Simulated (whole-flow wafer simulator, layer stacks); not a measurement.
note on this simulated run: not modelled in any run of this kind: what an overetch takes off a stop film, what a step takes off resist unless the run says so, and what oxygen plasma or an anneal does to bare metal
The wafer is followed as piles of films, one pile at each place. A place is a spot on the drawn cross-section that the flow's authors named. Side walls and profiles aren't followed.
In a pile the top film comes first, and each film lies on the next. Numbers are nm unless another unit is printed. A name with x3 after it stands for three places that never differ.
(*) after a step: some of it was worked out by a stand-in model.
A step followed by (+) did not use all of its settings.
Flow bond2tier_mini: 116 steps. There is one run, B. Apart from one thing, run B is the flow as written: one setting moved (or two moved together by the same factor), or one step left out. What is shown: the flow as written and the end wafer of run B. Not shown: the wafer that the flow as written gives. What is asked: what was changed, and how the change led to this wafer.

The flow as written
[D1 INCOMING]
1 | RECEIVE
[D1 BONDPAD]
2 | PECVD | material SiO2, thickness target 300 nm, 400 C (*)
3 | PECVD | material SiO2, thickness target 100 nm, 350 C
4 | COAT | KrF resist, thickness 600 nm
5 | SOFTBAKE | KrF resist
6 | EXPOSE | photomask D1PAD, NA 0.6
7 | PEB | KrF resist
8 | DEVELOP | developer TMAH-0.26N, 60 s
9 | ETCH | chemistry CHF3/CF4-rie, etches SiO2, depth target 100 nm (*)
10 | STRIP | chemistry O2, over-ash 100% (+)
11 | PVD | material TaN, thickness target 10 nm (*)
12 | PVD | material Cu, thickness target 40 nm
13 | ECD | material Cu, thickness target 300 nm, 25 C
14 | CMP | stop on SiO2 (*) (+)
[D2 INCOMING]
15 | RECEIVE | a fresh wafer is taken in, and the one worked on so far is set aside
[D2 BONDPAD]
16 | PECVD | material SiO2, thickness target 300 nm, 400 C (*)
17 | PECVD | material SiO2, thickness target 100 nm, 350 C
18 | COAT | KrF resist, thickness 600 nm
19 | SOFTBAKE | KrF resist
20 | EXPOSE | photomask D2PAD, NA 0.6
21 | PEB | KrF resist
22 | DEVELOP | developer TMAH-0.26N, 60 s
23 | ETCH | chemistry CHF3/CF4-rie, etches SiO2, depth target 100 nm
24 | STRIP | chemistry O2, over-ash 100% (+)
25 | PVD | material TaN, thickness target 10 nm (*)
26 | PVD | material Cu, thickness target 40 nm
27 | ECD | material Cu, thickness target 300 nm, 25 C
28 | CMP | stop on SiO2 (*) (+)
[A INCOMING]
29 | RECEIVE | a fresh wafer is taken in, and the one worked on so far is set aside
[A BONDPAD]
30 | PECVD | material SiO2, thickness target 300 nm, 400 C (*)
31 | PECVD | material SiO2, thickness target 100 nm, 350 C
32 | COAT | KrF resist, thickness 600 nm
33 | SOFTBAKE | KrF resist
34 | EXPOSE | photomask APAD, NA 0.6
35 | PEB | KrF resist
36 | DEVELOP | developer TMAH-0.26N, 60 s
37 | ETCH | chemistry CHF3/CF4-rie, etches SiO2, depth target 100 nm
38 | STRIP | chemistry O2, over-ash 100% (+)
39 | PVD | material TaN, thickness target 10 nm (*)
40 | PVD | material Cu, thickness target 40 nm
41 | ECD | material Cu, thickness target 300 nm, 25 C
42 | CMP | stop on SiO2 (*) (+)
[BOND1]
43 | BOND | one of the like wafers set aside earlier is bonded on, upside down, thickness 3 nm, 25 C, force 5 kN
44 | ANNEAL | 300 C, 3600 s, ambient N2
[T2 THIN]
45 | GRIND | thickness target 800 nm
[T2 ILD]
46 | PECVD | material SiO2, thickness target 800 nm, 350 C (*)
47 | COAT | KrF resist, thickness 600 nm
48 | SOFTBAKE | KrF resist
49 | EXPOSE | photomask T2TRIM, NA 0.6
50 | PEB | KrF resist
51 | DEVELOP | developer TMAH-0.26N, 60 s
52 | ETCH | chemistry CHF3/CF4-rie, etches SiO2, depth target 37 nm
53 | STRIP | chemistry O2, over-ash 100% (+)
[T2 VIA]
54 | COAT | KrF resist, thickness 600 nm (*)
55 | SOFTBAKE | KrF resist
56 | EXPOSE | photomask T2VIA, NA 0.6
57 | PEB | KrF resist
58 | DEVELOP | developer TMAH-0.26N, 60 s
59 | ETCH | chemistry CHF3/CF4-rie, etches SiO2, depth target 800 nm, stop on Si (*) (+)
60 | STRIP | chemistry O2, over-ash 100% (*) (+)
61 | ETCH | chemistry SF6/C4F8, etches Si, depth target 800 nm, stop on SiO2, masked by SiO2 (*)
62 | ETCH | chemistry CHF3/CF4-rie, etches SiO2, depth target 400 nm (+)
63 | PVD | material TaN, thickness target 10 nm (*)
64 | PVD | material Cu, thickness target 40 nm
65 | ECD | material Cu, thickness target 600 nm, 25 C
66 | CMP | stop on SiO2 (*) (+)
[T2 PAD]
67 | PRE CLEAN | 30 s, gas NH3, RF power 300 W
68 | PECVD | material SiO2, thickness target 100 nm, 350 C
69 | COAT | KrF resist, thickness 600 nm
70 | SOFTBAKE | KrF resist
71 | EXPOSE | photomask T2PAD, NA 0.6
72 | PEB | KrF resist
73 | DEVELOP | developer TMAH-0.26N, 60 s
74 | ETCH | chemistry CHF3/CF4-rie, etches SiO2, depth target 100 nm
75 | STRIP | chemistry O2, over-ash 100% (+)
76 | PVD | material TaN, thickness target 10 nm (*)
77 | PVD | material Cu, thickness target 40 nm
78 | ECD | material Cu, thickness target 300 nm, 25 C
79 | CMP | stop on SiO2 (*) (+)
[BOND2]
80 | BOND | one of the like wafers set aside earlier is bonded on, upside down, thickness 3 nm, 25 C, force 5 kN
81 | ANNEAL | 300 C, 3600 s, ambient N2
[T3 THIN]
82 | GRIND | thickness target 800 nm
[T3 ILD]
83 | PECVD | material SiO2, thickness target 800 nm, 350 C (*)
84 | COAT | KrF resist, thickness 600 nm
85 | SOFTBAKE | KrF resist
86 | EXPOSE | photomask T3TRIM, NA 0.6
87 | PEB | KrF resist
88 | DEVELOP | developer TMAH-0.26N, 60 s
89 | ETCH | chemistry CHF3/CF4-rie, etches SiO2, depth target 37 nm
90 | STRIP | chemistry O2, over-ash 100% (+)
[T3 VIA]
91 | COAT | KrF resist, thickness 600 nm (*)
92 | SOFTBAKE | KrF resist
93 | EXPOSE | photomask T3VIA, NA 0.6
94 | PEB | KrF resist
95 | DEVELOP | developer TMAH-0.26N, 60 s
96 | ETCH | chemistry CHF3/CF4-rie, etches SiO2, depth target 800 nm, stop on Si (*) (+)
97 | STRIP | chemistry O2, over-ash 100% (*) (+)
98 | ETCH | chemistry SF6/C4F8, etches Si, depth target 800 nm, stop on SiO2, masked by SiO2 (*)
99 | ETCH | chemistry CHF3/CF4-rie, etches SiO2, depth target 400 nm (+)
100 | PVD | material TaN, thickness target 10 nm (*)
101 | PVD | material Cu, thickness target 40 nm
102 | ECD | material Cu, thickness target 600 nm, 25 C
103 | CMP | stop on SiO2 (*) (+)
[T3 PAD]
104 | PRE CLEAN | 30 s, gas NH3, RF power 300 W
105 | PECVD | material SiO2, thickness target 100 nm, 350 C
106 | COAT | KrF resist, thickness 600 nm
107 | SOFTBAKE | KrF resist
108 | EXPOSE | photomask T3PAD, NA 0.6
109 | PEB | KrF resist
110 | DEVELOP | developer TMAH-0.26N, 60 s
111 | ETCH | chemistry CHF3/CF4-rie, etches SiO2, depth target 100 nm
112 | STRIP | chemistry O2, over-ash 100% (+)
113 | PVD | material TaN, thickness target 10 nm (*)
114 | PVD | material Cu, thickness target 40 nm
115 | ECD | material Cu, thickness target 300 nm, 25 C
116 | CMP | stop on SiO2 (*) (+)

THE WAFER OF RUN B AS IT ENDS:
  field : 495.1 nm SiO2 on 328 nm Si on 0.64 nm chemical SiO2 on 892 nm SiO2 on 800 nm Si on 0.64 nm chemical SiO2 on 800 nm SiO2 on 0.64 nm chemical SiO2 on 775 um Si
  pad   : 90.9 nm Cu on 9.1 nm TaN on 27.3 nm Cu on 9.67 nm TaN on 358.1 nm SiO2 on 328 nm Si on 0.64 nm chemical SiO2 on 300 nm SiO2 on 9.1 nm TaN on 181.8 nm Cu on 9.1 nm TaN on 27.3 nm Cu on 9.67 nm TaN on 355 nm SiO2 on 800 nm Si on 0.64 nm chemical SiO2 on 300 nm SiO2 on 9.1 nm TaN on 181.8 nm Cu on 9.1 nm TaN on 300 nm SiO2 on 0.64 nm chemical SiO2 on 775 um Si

The reason: step 82, GRIND: thickness target 328 nm was run, while the flow as written has thickness target 800 nm.
The wafer lets one read it off: field has Si 328, and step 82 as written asks for 800 nm.

The path from the change to this, step by step:
  82 | GRIND | thickness target 800 nm
      field, pad: -774.67 um Si (in the flow as written it would be: -774.2 um Si)
  98 | ETCH | chemistry SF6/C4F8, etches Si, depth target 800 nm, stop on SiO2, masked by SiO2 (*)
      field, pad: -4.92 SiO2 (in the flow as written it would be: -8 SiO2)
